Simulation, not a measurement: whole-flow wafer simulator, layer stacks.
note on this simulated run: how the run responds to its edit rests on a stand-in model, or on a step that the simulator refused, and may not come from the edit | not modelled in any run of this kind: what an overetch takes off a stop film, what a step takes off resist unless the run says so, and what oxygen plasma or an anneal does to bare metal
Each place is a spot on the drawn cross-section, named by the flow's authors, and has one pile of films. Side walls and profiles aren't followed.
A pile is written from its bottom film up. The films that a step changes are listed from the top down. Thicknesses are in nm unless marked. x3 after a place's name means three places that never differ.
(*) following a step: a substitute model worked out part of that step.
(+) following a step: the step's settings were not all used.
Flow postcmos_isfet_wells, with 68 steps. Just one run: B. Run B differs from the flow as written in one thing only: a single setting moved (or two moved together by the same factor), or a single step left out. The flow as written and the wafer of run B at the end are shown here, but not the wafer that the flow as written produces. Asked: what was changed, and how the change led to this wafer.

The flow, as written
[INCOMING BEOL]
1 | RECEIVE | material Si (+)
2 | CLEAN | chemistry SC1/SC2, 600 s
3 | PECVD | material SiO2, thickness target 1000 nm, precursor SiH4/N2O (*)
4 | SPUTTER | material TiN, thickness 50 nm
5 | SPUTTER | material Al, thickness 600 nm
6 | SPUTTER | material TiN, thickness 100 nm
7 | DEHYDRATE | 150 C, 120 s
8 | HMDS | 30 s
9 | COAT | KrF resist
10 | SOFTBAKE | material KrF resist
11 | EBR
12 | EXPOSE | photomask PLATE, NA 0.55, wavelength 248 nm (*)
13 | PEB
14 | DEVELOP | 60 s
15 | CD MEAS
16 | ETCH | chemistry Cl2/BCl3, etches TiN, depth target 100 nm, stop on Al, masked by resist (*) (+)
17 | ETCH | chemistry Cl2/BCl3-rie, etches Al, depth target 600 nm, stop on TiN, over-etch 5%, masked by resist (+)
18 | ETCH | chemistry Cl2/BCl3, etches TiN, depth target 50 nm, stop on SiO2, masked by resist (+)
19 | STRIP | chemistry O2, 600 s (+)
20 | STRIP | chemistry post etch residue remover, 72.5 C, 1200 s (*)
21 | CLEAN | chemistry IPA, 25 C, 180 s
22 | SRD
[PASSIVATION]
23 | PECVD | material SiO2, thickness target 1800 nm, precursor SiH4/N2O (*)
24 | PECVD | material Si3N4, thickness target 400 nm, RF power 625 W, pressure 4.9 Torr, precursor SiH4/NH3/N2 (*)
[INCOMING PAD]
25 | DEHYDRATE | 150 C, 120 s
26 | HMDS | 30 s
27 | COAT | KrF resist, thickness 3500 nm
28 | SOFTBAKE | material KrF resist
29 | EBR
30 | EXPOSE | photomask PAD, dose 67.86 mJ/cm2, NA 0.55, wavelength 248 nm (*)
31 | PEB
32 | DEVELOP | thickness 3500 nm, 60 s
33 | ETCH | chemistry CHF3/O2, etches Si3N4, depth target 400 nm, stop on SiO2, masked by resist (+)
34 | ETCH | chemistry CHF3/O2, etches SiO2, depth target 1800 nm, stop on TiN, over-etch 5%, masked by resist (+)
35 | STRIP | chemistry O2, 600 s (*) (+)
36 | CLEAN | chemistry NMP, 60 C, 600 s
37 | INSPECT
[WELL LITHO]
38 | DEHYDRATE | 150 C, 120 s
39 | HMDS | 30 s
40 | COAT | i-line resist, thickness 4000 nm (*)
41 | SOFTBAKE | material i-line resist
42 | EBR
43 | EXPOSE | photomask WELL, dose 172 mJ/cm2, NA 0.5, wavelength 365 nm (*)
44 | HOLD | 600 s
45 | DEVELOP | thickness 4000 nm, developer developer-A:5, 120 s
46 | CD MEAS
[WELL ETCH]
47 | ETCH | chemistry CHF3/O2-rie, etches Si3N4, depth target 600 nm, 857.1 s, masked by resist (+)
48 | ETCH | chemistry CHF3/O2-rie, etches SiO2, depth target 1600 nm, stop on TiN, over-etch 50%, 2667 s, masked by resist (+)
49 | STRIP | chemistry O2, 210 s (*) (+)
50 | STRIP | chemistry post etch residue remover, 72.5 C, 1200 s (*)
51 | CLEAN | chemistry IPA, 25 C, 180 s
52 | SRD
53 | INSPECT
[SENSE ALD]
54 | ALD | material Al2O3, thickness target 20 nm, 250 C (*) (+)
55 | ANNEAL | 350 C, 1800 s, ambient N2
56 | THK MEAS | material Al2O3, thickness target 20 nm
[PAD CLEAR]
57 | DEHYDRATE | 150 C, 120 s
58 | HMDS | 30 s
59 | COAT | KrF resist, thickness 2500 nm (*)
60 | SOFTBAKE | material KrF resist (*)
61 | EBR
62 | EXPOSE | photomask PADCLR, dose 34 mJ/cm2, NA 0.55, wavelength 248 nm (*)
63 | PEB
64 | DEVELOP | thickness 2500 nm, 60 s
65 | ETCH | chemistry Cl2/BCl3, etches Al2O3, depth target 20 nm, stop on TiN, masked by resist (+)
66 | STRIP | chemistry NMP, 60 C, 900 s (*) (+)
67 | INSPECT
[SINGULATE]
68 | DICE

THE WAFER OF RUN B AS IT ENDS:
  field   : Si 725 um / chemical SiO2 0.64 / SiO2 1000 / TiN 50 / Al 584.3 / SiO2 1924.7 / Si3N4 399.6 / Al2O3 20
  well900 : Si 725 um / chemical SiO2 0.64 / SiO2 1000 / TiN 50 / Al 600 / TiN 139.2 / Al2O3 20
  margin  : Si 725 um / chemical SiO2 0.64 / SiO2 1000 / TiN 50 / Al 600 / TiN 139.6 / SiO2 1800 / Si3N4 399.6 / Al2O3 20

The reason: step 6, SPUTTER: thickness 140 nm was run, while the flow as written has thickness 100 nm.

Step by step, how the change led to this:
  6 | SPUTTER | material TiN, thickness 100 nm
      field, margin, well900 and 6 more: TiN gains 140 (new film) (in the flow as written it would be: TiN gains 100 (new film))
  16 | ETCH | chemistry Cl2/BCl3, etches TiN, depth target 100 nm, stop on Al, masked by resist (*) (+)
      field: TiN loses 100 (in the flow as written it would be: TiN loses 100 (all of it))
  17 | ETCH | chemistry Cl2/BCl3-rie, etches Al, depth target 600 nm, stop on TiN, over-etch 5%, masked by resist (+)
      field: nothing (in the flow as written it would be: Al loses 600 (all of it))
  18 | ETCH | chemistry Cl2/BCl3, etches TiN, depth target 50 nm, stop on SiO2, masked by resist (+)
      field: TiN loses 40 (all of it), Al loses 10 (in the flow as written it would be: TiN loses 50 (all of it))
  20 | STRIP | chemistry post etch residue remover, 72.5 C, 1200 s (*)
      field: Al loses 5.72 (in the flow as written it would be: nothing)
  23 | PECVD | material SiO2, thickness target 1800 nm, precursor SiH4/N2O (*)
      field: SiO2 gains 1924.7 (new film) (in the flow as written it would be: SiO2 gains 1800 (new film), void gains 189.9 (new film), SiO2 gains 559.7)
If metal films that touch count as one body, field has 1 body; the flow as written gives 0 bodies.
